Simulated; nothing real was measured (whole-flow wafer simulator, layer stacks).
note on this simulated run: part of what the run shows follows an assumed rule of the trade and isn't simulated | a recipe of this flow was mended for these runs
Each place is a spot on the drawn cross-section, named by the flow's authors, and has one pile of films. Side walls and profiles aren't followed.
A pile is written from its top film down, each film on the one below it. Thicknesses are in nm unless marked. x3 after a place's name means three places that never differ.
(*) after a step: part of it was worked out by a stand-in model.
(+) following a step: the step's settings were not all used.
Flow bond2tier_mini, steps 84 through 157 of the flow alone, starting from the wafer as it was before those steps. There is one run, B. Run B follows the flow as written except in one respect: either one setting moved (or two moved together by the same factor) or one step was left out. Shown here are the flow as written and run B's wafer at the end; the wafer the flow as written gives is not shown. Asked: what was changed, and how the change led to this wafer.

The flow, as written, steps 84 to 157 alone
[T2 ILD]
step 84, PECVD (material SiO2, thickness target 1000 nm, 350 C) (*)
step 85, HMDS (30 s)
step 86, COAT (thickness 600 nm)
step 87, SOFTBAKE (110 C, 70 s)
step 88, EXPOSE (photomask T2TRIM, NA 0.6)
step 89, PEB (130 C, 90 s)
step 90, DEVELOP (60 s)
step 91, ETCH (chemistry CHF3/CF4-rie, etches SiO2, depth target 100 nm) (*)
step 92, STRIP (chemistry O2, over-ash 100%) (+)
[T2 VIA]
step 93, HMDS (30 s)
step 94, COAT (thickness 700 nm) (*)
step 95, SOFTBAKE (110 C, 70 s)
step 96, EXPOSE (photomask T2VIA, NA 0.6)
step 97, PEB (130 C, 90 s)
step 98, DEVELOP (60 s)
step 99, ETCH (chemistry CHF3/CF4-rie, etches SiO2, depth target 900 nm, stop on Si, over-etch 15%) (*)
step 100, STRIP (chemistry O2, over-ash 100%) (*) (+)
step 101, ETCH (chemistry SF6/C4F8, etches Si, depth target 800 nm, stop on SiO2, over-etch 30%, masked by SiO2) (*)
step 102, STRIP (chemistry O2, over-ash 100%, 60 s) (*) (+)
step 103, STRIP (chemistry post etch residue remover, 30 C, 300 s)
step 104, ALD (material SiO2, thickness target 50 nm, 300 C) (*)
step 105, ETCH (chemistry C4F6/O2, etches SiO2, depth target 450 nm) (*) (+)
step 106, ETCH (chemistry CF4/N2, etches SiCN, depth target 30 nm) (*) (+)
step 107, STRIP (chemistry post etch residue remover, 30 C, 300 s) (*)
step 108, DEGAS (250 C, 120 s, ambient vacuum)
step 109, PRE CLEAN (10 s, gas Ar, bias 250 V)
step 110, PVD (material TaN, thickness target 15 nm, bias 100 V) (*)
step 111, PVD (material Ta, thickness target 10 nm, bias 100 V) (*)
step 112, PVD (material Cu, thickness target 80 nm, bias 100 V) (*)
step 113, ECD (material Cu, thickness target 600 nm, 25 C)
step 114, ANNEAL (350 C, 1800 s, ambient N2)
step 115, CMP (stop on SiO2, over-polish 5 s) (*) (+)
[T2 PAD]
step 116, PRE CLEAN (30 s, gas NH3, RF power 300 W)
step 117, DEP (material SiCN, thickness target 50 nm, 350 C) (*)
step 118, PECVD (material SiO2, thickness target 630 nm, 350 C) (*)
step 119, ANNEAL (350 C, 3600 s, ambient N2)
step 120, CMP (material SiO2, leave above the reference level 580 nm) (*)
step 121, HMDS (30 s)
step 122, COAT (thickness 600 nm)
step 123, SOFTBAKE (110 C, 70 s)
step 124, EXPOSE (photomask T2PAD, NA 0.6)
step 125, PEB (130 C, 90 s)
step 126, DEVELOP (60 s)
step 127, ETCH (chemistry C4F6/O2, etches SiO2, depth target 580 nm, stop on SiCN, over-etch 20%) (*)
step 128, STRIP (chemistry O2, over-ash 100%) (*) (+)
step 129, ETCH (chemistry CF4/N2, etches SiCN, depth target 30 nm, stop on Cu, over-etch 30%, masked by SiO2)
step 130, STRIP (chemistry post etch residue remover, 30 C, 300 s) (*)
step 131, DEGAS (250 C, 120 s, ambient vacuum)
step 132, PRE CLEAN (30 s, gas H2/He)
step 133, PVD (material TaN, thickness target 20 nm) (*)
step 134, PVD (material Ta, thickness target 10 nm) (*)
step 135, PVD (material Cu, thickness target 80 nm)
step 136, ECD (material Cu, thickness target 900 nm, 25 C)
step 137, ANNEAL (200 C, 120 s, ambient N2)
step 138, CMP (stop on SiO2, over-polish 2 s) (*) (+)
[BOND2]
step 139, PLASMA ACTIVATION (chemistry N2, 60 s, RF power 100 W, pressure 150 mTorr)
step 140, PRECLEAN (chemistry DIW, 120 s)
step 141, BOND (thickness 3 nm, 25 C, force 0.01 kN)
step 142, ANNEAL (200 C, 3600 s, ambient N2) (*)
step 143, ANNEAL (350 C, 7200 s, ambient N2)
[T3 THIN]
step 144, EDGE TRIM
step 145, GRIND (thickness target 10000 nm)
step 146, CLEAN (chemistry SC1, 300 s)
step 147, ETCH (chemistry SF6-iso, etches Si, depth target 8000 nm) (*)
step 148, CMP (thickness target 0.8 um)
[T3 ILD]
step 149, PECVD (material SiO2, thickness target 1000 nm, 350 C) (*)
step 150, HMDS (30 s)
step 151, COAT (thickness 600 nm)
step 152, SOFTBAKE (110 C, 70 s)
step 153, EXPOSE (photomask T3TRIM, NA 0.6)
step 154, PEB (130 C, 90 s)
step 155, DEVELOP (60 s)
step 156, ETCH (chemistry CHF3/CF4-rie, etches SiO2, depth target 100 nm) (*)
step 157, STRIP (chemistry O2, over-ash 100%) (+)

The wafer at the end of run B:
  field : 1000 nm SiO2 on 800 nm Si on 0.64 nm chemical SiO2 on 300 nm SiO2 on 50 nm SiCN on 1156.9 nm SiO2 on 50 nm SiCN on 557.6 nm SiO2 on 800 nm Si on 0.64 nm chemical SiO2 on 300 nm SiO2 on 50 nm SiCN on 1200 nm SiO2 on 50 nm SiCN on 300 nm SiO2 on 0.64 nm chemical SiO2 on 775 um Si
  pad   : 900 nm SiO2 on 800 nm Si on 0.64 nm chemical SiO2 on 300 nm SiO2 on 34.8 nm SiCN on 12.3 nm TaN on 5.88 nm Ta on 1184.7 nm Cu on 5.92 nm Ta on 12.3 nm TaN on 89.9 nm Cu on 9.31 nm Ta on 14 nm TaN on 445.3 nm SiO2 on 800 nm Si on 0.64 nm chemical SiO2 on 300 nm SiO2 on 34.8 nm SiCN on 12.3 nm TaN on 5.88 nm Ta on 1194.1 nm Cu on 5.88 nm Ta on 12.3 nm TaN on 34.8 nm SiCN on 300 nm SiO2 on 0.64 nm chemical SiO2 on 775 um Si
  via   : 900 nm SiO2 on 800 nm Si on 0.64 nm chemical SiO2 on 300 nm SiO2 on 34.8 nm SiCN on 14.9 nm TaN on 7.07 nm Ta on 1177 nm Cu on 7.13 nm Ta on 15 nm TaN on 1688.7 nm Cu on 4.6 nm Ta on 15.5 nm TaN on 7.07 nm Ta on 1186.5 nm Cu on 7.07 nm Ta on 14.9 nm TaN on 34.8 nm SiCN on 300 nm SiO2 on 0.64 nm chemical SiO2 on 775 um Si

What caused this: step 91, ETCH: depth target 121.6 nm was run, while the flow as written has depth target 100 nm.

Step by step, how the change led to this:
  step 91, ETCH (chemistry CHF3/CF4-rie, etches SiO2, depth target 100 nm) (*)
      pad, via: -121.6 SiO2 (it would be, as written: -100 SiO2)
      field: -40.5 thick-KrF-resist (it would be, as written: -33.3 thick-KrF-resist)
  step 99, ETCH (chemistry CHF3/CF4-rie, etches SiO2, depth target 900 nm, stop on Si, over-etch 15%) (*)
      field, pad: -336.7 thick-KrF-resist (it would be, as written: -345 thick-KrF-resist)
      via: -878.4 SiO2 (all of it), -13 Si (it would be, as written: -900 SiO2 (all of it), -11.2 Si)
  step 100, STRIP (chemistry O2, over-ash 100%) (*) (+)
      pad: -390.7 thick-KrF-resist (all of it) (it would be, as written: -372.9 thick-KrF-resist (all of it))
  step 113, ECD (material Cu, thickness target 600 nm, 25 C)
      pad: +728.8 Cu (it would be, as written: +706.1 Cu)
